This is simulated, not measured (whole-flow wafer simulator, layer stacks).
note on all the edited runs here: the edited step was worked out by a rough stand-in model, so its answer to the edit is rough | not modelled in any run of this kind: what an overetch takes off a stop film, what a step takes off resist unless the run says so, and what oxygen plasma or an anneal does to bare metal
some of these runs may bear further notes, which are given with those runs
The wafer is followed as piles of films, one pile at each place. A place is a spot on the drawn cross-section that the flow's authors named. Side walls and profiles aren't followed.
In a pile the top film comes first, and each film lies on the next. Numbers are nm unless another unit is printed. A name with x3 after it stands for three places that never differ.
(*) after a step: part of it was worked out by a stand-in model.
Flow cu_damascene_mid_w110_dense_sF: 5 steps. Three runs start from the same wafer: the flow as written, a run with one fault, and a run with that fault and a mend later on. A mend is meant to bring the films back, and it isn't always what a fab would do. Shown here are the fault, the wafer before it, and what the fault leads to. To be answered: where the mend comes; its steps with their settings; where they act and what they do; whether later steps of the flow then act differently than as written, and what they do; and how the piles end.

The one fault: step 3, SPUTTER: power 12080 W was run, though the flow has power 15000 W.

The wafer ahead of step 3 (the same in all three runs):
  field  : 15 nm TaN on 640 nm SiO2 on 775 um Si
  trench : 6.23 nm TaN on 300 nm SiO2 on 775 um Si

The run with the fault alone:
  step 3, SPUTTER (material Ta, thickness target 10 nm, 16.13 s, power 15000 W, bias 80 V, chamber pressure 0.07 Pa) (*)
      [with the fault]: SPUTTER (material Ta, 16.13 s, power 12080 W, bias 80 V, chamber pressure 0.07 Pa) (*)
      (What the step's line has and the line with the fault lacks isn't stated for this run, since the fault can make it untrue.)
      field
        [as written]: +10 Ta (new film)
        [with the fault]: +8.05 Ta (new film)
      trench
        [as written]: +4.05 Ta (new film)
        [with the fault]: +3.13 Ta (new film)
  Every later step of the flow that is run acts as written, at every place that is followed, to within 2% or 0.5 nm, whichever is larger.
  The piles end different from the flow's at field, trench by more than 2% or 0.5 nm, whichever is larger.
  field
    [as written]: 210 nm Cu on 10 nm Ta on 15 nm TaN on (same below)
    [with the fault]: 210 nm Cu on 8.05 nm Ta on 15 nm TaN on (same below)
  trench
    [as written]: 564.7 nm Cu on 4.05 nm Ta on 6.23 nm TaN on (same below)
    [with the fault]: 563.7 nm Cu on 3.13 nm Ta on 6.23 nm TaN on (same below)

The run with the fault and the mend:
  After step 3 comes the mend.
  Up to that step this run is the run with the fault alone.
  step 3a, SPUTTER (material Ta, 3.214 s, power 15000 W, bias 80 V, chamber pressure 0.07 Pa) (*) (the flow's step 3 again, with other settings)
      field
        +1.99 Ta
      trench
        +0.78 Ta
  Every later step of the flow that is run acts as written, at every place that is followed, to within 2% or 0.5 nm, whichever is larger.
  At the end the piles are close to the flow's at the places that both follow, differing by at most 2% or 0.5 nm, whichever is larger.
